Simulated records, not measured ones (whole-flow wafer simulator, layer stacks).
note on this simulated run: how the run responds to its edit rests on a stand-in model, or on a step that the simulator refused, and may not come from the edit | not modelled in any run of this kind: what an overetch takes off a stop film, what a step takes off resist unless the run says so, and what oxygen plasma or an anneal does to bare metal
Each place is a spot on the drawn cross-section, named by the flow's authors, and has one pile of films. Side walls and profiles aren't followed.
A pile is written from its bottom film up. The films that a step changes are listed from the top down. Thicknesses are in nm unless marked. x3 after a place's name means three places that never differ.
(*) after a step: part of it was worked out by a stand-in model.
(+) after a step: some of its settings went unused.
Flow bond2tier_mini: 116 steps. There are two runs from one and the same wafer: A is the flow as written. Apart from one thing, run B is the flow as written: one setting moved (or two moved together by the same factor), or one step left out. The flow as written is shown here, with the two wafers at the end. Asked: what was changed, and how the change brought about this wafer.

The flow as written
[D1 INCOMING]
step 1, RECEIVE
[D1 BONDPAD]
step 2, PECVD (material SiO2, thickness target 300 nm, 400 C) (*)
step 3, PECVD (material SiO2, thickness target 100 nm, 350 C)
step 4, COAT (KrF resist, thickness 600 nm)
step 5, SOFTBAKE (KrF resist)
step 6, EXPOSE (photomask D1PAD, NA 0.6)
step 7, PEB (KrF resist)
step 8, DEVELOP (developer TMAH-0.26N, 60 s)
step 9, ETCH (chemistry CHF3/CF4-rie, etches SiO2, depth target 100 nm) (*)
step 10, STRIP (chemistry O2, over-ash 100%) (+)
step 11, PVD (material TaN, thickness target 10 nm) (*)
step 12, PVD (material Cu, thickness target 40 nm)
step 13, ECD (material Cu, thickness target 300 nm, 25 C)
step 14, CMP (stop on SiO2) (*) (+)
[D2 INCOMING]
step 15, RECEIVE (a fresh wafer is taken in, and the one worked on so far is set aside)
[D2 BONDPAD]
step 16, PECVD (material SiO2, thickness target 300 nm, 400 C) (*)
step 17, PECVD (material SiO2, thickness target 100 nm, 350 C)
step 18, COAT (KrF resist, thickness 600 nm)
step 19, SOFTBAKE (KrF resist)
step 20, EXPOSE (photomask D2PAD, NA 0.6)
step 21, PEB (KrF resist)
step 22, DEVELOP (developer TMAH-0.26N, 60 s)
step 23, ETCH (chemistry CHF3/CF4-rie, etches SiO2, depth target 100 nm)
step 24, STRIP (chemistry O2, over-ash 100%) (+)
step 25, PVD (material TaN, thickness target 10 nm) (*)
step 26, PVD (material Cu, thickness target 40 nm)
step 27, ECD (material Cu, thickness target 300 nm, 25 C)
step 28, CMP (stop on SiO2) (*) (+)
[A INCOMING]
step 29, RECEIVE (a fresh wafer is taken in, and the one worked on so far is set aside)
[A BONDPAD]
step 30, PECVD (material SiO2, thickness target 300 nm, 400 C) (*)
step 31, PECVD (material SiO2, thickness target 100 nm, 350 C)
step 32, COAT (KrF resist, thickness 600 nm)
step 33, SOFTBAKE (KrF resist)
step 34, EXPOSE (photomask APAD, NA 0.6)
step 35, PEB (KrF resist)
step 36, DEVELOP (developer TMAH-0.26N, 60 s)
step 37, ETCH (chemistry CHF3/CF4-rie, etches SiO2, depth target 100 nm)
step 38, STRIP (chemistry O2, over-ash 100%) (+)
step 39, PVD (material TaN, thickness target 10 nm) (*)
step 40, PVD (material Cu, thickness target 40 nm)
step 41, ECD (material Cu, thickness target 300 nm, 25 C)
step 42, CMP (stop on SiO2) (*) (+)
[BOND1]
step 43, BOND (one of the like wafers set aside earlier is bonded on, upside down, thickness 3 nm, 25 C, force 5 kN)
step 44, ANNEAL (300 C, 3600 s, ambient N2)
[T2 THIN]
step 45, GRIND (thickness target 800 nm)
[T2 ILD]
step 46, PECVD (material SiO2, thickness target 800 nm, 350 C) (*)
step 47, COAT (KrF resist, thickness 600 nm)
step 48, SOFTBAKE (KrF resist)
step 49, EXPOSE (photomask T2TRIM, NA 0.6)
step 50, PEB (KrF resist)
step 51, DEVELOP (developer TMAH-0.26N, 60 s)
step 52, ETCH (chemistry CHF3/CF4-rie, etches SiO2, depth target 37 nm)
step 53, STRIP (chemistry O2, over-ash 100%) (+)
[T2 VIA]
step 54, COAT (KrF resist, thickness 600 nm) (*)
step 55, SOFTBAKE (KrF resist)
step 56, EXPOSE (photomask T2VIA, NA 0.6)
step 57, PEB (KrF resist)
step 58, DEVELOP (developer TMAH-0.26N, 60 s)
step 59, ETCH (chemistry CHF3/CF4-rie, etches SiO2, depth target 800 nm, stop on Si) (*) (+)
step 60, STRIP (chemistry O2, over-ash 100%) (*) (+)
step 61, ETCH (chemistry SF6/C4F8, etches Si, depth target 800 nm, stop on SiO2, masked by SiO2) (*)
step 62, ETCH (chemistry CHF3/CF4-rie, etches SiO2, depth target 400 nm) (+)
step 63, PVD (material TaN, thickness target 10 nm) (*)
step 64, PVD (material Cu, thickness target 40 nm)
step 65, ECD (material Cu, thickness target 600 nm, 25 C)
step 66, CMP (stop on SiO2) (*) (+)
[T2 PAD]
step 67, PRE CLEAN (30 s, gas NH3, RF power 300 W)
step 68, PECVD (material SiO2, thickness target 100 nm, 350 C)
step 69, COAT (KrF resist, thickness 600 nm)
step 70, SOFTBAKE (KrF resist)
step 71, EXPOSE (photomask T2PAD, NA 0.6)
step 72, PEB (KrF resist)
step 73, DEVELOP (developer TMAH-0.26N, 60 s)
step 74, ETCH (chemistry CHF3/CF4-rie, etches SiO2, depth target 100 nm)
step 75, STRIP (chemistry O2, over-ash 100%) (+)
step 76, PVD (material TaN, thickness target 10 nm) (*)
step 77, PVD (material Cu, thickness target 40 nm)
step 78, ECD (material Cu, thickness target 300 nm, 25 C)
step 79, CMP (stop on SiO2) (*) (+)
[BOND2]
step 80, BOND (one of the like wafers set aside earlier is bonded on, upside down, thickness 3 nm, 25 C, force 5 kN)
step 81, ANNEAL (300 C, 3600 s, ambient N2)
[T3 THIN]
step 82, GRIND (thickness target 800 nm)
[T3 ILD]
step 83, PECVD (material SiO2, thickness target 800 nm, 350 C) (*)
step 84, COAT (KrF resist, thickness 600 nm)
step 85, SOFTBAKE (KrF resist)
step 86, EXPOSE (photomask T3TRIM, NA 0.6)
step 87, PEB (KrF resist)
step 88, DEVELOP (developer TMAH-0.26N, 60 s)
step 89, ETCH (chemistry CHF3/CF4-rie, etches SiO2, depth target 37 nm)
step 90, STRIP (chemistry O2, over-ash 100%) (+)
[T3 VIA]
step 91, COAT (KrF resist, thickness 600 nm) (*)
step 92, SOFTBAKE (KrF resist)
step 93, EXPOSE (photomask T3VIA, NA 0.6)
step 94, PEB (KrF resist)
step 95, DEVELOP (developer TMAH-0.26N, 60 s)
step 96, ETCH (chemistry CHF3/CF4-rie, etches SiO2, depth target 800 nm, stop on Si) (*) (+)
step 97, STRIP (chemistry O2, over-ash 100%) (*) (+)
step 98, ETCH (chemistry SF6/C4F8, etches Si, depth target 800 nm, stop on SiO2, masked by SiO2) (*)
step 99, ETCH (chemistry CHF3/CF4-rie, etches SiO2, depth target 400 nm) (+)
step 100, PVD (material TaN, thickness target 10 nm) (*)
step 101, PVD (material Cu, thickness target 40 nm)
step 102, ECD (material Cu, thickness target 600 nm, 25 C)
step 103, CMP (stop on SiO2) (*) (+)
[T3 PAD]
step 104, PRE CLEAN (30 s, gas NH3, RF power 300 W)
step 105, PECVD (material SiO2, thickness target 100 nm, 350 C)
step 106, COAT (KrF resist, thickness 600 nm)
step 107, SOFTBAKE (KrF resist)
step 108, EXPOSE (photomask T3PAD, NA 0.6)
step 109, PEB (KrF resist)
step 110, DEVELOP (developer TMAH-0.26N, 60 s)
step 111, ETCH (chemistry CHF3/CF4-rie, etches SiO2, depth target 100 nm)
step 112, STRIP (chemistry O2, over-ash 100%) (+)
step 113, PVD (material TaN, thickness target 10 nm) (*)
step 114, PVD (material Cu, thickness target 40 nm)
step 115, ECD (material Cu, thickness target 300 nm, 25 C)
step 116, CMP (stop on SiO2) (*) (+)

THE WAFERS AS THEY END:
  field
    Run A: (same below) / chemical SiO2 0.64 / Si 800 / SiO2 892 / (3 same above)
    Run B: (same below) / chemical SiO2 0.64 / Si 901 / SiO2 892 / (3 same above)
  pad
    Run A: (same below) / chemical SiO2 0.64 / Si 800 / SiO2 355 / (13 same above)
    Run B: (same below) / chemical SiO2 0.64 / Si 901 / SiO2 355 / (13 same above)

The reason: step 45, GRIND: thickness target 901 nm was run, though the flow has thickness target 800 nm.
The wafer itself shows it: field has Si 901, and step 45 as written asks for 800 nm.

Step by step, how the change led to this:
  step 45, GRIND (thickness target 800 nm)
      field, pad, via: A Si loses 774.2 um | B Si loses 774.1 um
